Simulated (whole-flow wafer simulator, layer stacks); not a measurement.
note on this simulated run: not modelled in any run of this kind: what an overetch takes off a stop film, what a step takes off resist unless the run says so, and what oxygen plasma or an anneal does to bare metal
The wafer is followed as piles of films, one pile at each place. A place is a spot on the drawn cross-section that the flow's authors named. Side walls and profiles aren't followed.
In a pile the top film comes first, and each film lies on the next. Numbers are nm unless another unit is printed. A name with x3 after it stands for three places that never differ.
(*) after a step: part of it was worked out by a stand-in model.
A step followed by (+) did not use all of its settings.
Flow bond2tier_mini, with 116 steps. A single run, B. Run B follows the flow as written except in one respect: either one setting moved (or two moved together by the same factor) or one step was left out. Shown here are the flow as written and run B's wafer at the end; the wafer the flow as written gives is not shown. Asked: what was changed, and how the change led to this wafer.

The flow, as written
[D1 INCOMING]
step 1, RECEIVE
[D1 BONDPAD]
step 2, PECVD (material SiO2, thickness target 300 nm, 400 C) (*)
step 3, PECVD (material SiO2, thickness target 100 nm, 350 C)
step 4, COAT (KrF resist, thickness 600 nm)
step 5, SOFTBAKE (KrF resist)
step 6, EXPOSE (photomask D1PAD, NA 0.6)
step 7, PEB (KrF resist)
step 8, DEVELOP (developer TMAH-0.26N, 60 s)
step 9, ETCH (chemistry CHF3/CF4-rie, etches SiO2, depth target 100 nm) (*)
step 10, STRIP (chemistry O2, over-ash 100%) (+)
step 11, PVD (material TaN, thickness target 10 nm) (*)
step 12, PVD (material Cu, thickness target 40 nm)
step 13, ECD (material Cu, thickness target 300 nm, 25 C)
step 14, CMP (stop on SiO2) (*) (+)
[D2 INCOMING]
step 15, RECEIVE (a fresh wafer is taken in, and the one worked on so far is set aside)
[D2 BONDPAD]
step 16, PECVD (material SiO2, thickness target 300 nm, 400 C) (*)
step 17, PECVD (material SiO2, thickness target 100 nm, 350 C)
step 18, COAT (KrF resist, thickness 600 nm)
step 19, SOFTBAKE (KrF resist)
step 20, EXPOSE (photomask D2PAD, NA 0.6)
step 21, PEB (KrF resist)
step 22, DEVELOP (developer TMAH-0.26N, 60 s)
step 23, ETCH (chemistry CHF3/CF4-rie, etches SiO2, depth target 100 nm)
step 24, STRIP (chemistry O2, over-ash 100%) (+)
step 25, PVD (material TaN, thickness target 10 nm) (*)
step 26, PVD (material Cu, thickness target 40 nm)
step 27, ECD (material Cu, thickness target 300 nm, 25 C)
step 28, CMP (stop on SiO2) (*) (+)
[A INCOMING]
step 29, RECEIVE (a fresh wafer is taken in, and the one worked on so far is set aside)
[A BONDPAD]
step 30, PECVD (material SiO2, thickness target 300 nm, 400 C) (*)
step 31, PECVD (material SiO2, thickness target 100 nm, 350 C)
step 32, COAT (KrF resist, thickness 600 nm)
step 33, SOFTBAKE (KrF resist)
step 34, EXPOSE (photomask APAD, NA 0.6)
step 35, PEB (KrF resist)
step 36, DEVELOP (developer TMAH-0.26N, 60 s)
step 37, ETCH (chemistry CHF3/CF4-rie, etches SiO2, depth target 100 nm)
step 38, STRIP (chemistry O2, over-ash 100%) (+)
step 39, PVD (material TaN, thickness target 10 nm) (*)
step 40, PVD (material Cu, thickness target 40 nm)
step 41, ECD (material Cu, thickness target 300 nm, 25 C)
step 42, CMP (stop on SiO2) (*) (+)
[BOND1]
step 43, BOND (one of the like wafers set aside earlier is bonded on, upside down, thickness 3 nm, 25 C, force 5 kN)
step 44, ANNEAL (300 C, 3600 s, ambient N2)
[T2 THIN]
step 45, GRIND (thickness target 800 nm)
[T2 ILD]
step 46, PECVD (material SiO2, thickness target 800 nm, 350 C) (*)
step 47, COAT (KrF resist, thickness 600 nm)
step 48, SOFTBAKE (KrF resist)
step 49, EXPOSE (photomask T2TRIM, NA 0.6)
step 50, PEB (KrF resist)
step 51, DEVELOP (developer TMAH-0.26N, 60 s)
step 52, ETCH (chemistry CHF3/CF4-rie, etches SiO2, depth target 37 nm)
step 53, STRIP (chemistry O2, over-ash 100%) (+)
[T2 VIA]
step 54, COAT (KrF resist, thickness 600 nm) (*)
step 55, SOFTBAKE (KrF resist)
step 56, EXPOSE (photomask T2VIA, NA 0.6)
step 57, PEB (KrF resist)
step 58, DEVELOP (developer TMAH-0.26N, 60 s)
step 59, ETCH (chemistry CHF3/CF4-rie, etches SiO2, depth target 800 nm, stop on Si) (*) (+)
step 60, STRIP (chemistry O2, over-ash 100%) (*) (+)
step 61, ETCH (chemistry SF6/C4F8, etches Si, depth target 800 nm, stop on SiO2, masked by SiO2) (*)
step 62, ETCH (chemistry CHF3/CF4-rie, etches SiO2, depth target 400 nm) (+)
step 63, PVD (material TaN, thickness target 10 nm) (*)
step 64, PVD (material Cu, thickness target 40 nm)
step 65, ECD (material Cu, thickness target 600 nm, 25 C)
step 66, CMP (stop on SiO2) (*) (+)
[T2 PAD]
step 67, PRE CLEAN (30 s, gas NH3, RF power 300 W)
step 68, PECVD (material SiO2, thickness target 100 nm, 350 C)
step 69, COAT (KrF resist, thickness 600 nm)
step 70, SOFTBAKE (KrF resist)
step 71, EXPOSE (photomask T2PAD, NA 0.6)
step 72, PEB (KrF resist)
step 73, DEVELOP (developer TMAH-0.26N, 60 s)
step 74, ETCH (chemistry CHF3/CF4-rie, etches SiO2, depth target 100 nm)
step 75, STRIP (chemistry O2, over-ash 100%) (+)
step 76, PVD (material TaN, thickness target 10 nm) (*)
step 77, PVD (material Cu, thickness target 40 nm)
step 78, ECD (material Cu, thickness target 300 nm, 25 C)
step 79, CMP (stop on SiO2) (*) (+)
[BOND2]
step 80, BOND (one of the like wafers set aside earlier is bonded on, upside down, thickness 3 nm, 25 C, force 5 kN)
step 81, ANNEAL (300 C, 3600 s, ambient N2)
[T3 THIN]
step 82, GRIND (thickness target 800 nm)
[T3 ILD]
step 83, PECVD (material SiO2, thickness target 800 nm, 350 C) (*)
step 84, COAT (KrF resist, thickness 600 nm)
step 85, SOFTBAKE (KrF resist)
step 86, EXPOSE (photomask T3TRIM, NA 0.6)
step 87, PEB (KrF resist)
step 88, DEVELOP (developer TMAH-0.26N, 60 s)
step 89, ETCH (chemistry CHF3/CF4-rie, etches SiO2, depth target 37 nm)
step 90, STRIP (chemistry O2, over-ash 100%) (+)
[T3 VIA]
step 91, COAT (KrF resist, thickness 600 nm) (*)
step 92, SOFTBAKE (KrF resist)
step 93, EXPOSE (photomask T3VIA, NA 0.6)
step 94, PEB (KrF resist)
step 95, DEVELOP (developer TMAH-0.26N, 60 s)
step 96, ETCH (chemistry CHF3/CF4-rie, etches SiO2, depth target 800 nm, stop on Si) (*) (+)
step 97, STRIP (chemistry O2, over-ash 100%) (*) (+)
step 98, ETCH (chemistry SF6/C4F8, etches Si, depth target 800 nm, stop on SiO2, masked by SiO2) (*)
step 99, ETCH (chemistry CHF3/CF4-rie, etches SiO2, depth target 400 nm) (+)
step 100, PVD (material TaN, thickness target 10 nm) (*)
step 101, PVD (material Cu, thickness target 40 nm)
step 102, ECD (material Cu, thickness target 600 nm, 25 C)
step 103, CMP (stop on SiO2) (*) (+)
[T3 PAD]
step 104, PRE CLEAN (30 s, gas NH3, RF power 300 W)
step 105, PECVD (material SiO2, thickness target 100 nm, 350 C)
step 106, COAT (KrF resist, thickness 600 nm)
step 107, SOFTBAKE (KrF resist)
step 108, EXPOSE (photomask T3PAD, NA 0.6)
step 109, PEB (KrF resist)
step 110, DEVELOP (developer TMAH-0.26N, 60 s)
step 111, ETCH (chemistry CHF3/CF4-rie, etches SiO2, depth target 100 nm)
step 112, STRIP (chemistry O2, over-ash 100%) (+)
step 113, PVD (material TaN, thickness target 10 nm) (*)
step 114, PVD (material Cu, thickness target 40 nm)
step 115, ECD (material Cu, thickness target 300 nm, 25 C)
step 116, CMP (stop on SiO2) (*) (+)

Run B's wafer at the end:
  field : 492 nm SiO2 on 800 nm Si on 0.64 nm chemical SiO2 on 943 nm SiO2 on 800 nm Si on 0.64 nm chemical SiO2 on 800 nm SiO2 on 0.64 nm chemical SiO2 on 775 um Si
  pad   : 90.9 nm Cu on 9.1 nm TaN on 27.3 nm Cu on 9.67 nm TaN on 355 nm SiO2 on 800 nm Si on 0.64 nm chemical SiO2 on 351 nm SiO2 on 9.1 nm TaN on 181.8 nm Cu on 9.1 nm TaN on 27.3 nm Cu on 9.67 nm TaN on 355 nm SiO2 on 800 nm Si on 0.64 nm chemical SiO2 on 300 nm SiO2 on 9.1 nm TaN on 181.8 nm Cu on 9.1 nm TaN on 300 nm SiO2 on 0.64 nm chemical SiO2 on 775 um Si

Cause: step 17, PECVD: thickness target 151 nm was run, while the flow as written has thickness target 100 nm.

The path from the change to this, step by step:
  step 17, PECVD (material SiO2, thickness target 100 nm, 350 C)
      field, pad, via: +151 SiO2 (in the flow as written it would be: +100 SiO2)
  step 80, BOND (one of the like wafers set aside earlier is bonded on, upside down, thickness 3 nm, 25 C, force 5 kN)
      field: +775 um Si (new film), +0.64 chemical SiO2 (new film), +451 SiO2 (in the flow as written it would be: +775 um Si (new film), +0.64 chemical SiO2 (new film), +400 SiO2)
      pad: +775 um Si (new film), +0.64 chemical SiO2 (new film), +351 SiO2 (new film), +9.1 TaN (new film), +90.9 Cu (in the flow as written it would be: +775 um Si (new film), +0.64 chemical SiO2 (new film), +300 SiO2 (new film), +9.1 TaN (new film), +90.9 Cu)
